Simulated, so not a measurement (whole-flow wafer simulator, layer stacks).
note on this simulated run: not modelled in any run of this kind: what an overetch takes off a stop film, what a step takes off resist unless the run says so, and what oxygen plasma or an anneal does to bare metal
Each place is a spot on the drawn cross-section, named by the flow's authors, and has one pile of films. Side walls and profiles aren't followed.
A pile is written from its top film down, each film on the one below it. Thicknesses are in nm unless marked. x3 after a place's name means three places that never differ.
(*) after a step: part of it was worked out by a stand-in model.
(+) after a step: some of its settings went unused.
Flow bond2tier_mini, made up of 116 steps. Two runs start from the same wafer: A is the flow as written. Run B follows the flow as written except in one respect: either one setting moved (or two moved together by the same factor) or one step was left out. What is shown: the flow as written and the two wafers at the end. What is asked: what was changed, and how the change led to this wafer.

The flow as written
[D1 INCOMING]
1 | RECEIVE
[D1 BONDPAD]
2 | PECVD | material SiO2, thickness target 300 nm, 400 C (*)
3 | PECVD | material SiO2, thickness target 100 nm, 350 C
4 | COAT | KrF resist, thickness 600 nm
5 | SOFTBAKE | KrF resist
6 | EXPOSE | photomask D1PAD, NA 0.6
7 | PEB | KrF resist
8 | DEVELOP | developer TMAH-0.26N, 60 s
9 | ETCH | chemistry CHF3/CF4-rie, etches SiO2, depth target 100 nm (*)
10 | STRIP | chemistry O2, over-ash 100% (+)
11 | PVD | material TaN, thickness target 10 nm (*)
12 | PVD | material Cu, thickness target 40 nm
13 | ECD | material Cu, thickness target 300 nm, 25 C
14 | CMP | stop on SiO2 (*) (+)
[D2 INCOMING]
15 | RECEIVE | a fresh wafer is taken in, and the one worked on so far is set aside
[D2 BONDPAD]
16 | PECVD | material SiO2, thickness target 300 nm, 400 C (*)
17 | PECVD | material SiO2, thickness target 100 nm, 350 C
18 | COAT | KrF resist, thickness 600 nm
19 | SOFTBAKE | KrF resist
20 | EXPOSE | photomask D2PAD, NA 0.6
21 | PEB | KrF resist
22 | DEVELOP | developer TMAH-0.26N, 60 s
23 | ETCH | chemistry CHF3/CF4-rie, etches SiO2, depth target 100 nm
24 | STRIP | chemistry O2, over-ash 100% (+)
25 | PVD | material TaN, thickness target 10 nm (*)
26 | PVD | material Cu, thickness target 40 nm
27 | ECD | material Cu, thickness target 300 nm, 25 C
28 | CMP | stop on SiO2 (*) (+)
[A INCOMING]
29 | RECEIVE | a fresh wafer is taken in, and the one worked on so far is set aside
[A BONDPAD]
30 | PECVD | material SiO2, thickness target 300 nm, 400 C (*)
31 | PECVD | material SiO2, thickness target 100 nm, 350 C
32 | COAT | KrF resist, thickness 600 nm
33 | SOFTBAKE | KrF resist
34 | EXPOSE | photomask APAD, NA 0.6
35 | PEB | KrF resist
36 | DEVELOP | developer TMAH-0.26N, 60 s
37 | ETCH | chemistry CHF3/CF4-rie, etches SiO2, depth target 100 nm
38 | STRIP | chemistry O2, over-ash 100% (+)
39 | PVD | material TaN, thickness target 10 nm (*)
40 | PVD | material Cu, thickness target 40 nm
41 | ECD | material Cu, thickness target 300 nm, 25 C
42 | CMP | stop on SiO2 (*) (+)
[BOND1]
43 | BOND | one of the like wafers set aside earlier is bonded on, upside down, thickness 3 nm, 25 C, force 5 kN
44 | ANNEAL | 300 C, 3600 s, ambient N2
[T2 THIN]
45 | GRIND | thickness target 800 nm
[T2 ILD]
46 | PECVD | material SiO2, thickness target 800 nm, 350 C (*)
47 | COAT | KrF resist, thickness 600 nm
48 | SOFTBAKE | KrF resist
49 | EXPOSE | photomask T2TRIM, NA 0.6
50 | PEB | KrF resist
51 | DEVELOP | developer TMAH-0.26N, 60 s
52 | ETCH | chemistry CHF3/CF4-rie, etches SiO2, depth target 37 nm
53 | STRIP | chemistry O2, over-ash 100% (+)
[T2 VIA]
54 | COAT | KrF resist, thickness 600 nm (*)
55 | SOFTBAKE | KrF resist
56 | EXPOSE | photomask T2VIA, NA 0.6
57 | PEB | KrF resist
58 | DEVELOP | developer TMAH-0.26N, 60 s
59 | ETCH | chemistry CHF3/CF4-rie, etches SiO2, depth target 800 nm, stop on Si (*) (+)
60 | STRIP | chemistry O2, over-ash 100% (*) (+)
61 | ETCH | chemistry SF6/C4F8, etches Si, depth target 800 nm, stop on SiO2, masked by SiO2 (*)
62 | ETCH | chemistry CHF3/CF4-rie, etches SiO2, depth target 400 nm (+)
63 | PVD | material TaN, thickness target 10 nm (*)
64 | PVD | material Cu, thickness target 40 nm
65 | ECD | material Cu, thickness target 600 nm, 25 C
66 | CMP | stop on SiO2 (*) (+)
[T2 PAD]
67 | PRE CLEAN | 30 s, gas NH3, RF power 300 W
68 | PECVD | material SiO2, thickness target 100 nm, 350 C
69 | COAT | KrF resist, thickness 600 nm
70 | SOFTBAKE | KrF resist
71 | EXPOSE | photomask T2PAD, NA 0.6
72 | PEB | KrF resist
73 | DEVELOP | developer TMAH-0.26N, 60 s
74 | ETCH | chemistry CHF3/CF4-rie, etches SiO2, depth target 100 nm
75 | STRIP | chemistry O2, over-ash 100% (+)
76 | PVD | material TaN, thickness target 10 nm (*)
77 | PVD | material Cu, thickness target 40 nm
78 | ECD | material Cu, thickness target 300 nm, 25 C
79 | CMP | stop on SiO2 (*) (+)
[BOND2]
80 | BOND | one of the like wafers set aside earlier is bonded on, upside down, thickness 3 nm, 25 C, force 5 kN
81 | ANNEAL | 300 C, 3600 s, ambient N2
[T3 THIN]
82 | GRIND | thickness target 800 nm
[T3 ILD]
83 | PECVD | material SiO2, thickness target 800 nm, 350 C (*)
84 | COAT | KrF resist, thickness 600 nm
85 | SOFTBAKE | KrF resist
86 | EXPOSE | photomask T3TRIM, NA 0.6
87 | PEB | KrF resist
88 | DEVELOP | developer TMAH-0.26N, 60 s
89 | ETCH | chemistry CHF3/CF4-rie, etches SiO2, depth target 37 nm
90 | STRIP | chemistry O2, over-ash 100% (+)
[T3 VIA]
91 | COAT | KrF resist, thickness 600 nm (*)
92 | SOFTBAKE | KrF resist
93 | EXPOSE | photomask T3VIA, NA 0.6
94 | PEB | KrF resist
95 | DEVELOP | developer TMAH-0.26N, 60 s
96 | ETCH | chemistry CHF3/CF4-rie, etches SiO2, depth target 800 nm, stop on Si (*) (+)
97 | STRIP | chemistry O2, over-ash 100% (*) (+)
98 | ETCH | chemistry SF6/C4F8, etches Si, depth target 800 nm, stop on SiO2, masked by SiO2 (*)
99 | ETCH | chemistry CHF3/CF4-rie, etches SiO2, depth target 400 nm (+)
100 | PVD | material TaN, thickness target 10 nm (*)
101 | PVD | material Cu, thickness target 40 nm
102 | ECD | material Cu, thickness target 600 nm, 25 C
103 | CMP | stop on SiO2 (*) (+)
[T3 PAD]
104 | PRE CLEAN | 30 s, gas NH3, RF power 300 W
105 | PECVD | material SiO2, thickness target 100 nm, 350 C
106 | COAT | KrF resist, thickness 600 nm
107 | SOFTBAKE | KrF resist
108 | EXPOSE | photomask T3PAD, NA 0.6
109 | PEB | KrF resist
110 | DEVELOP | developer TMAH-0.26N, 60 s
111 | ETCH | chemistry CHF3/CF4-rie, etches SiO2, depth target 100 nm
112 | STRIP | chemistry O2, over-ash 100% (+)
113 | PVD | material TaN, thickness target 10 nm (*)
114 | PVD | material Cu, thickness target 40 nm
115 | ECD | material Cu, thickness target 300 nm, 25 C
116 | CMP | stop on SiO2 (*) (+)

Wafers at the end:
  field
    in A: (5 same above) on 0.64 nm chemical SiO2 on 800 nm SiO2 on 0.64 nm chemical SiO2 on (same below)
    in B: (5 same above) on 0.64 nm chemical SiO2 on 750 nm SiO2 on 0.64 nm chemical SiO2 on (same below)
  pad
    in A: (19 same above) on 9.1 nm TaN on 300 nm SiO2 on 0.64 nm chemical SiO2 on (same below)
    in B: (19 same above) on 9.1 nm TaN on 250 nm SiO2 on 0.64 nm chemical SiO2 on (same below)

Cause: step 31, PECVD: thickness target 50 nm was run, though the flow has thickness target 100 nm.

How this came from the change, step by step:
  31 | PECVD | material SiO2, thickness target 100 nm, 350 C
      field, pad, via: A +100 SiO2 | B +50 SiO2
